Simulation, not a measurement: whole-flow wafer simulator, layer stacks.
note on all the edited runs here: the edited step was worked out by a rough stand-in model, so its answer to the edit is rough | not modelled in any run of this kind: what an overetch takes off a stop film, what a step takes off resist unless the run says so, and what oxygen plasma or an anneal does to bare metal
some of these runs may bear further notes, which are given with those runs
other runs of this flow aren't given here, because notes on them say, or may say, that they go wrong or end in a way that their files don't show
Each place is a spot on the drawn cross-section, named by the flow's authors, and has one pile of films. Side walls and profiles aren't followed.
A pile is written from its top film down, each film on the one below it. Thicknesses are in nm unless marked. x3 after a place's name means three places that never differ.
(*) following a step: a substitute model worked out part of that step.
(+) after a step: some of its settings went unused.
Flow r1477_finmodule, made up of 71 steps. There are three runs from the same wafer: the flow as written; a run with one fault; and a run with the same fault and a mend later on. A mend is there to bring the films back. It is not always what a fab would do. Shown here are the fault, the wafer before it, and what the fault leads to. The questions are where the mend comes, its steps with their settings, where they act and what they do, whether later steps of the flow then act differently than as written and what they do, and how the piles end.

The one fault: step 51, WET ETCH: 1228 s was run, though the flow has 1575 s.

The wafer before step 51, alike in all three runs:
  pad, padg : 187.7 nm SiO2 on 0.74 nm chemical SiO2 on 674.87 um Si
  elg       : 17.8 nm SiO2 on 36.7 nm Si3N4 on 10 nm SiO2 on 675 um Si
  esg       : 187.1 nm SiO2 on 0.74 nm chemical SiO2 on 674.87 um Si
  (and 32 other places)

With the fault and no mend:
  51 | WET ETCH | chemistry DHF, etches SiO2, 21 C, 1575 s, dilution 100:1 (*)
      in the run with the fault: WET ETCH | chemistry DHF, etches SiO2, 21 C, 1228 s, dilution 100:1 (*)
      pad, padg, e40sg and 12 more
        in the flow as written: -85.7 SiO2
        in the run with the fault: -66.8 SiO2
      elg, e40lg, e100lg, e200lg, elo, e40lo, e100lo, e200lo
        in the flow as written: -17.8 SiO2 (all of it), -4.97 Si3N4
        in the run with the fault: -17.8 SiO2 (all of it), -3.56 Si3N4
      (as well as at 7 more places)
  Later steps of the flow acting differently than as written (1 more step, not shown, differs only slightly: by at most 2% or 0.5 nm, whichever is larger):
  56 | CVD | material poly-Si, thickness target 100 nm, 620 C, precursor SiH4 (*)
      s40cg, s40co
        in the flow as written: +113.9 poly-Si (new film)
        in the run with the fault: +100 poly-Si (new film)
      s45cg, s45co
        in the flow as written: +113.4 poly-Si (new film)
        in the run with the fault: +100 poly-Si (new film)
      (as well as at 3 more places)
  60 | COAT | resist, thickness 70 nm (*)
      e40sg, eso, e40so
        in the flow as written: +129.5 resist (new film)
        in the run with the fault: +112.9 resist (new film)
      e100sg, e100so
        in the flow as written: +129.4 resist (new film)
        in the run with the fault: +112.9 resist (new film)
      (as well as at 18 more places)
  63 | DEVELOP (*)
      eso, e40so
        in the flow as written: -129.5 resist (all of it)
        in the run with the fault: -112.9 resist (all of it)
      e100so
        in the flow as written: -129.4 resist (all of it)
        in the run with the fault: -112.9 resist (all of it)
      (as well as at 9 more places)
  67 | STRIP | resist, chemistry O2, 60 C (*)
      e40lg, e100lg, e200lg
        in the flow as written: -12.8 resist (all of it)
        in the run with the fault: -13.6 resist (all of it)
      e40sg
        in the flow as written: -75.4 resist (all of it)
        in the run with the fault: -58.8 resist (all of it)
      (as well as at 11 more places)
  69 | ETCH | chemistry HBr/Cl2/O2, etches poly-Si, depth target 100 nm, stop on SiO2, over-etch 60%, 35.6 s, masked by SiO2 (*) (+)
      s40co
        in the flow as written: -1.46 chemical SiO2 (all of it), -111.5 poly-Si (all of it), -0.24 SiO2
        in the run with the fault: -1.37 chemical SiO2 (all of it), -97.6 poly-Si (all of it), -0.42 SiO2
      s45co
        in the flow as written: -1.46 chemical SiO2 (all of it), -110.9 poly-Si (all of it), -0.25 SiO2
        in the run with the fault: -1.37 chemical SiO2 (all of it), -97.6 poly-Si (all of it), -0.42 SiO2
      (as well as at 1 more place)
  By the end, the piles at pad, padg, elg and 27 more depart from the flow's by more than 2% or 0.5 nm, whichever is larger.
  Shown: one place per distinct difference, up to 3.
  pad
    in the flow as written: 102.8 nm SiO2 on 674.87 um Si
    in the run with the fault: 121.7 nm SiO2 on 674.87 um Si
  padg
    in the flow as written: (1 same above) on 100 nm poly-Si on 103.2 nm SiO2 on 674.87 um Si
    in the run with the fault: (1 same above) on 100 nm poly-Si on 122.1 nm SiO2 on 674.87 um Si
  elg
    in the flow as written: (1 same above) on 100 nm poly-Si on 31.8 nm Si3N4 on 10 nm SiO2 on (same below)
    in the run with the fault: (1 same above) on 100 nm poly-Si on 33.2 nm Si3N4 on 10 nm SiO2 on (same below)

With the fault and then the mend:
  The mend follows step 51.
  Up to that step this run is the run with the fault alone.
  51a | WET ETCH | chemistry DHF, etches SiO2, 21 C, 346.5 s, dilution 100:1 (*) (a further turn of the flow's step 51, with different settings)
      pad, padg, e40sg and 12 more
        -18.9 SiO2
      elg, e40lg, e100lg, e200lg, elo, e40lo, e100lo, e200lo
        -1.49 Si3N4
      esg, s40cg, s45cg, s50cg, s40co, s45co, s50co
        -17.4 SiO2
  Later steps of the flow that are run all act as written at every place that is followed, up to a difference of at most 2% or 0.5 nm, whichever is larger.
  When the end is reached, the piles differ only a little from the flow's at the places that both follow, at most by 2% or 0.5 nm, whichever is larger.
